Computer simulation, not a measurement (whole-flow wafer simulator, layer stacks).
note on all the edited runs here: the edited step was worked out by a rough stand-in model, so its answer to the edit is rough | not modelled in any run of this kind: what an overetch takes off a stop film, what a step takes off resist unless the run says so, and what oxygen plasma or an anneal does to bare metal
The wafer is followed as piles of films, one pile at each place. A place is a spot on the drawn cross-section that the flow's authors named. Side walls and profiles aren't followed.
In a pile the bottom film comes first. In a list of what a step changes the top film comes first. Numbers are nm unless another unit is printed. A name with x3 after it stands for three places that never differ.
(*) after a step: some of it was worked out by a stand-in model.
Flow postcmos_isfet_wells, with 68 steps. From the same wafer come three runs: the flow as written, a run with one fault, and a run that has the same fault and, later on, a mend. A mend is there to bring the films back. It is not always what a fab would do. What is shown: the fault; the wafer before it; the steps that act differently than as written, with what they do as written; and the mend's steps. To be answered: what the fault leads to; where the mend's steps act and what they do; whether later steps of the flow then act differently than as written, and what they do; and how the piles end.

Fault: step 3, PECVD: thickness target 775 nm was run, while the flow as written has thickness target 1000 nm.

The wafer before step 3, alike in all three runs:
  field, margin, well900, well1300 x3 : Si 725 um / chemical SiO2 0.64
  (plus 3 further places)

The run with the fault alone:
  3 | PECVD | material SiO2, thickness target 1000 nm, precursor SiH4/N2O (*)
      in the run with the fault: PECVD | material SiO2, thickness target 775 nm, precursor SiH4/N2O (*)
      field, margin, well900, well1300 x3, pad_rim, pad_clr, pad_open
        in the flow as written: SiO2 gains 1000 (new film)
        in the run with the fault: SiO2 gains 775 (new film)
  None of the later steps of the flow acts differently than as written at any place that is followed.
  At field, margin, well900, well1300 x3, pad_rim, pad_clr, pad_open, the piles at the end differ from the flow's by more than 2% or 0.5 nm, whichever is larger.
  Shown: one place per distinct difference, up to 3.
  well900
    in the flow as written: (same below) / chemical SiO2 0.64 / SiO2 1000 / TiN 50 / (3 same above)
    in the run with the fault: (same below) / chemical SiO2 0.64 / SiO2 775 / TiN 50 / (3 same above)
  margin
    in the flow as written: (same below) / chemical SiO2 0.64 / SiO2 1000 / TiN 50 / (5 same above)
    in the run with the fault: (same below) / chemical SiO2 0.64 / SiO2 775 / TiN 50 / (5 same above)
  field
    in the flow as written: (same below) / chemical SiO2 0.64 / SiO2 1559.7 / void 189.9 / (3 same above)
    in the run with the fault: (same below) / chemical SiO2 0.64 / SiO2 1334.7 / void 189.9 / (3 same above)

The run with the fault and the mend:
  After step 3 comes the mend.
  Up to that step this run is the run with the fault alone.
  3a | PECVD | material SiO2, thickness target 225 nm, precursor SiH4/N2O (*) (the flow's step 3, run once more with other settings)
      field, margin, well900, well1300 x3, pad_rim, pad_clr, pad_open
        SiO2 gains 225
  None of the later steps of the flow acts differently than as written at any place that is followed.
  The piles end the same as the flow's at every place that both follow.
